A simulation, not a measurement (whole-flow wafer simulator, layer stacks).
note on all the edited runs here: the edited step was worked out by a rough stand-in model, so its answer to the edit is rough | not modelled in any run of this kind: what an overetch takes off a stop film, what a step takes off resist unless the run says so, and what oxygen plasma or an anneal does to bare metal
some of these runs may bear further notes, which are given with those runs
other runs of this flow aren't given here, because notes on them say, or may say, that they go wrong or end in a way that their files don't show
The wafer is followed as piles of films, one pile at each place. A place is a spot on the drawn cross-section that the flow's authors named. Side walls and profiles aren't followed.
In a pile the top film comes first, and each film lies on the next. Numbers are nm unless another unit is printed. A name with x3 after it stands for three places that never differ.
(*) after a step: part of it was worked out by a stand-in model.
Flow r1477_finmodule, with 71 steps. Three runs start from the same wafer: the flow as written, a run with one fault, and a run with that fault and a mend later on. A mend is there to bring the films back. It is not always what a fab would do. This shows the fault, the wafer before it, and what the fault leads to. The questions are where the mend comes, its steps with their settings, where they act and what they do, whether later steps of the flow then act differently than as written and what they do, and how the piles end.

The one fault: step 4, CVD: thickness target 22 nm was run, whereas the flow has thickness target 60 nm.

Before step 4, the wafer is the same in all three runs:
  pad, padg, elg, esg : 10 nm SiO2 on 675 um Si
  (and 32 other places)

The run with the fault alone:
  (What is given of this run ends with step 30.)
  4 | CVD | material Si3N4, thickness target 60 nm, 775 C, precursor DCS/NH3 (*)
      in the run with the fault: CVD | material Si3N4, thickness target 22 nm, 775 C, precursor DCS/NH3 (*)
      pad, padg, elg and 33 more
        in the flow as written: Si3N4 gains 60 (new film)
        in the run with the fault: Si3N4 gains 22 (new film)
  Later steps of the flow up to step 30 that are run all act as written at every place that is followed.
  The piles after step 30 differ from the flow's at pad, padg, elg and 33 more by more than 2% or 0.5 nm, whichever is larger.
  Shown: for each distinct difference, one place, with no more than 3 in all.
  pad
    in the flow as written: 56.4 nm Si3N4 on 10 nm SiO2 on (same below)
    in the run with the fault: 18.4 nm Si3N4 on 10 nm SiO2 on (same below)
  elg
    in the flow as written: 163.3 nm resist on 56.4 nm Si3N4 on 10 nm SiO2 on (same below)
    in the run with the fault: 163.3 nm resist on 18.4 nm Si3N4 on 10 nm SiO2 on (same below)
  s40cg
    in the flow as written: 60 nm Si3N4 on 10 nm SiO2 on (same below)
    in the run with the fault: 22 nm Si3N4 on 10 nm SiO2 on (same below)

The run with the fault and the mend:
  After step 5 comes the mend.
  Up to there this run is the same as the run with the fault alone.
  5a | ETCH | chemistry h3po4, depth target 25.3 nm
      pad, padg, elg and 33 more
        Si3N4 loses 22 (all of it)
  5b | CLEAN | chemistry SC1/SC2 (the flow's step 2, run once more)
      leaves every film unchanged at each place that is followed
  5c | CVD | material Si3N4, thickness target 60 nm, 775 C, precursor DCS/NH3 (*) (the flow's step 4, run once more)
      pad, padg, elg and 33 more
        Si3N4 gains 60 (new film)
  Later steps of the flow that are run all act as written at every place that is followed.
  By the end, the piles equal the flow's at every place that both follow.
